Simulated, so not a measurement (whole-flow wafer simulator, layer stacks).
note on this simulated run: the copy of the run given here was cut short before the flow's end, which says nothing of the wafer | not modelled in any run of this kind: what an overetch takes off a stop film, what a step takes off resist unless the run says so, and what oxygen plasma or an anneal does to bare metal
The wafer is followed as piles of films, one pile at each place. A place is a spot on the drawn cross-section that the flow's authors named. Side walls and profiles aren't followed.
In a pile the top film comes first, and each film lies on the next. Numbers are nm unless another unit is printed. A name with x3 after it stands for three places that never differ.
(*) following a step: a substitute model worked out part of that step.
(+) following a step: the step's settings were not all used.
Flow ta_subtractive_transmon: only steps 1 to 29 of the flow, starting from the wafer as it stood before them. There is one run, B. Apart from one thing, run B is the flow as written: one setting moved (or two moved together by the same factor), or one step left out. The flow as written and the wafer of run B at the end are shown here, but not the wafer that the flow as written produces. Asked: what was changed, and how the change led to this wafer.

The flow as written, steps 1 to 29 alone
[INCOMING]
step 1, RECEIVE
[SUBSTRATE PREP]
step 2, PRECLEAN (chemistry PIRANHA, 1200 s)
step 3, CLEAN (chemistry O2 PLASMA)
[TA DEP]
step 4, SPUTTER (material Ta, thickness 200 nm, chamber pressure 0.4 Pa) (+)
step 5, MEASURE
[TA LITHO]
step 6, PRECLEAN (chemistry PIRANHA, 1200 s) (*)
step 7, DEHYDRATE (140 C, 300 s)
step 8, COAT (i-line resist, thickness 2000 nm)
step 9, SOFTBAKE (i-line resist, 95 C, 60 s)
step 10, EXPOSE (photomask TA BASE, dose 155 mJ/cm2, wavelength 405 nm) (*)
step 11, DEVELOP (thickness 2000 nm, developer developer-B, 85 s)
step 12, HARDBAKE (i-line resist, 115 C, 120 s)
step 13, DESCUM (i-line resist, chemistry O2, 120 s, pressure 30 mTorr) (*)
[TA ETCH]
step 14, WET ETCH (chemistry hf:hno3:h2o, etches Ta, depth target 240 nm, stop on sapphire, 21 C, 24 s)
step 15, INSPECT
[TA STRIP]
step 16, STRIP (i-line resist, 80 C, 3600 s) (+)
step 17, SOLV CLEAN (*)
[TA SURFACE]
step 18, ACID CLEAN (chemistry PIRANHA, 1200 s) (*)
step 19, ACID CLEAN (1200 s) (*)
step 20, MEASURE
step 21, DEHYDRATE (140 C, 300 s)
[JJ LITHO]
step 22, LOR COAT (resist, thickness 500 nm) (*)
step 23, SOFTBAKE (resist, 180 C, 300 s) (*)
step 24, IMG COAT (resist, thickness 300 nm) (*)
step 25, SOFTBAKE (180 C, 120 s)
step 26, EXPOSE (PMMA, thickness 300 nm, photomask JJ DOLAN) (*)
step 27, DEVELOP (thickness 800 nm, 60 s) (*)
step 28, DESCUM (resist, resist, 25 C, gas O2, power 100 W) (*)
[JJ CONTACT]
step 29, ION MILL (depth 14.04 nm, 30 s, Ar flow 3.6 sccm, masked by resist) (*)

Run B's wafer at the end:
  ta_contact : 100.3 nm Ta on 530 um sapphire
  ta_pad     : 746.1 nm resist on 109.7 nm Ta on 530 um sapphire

Cause: step 4, SPUTTER: thickness 110 nm was run, whereas the flow has thickness 200 nm.

Step by step, how the change led to this:
  step 4, SPUTTER (material Ta, thickness 200 nm, chamber pressure 0.4 Pa) (+)
      field x2, jj_line, lead, ta_contact, ta_pad: +110 Ta (new film) (it would be, as written: +200 Ta (new film))
  step 14, WET ETCH (chemistry hf:hno3:h2o, etches Ta, depth target 240 nm, stop on sapphire, 21 C, 24 s)
      field x2, jj_line, lead: -110 Ta (all of it) (it would be, as written: -200 Ta (all of it))
  step 22, LOR COAT (resist, thickness 500 nm) (*)
      lead: +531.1 resist (new film) (it would be, as written: +554.8 resist (new film))
      ta_contact: +467.8 resist (new film) (it would be, as written: +443.8 resist (new film))
  step 24, IMG COAT (resist, thickness 300 nm) (*)
      ta_contact: +293.3 resist (it would be, as written: +287.4 resist)
      ta_pad: +289.5 resist (it would be, as written: +281.3 resist)
  step 27, DEVELOP (thickness 800 nm, 60 s) (*)
      lead: -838 resist (all of it) (it would be, as written: -867.4 resist (all of it))
      ta_contact: -761.1 resist (all of it) (it would be, as written: -731.2 resist (all of it))
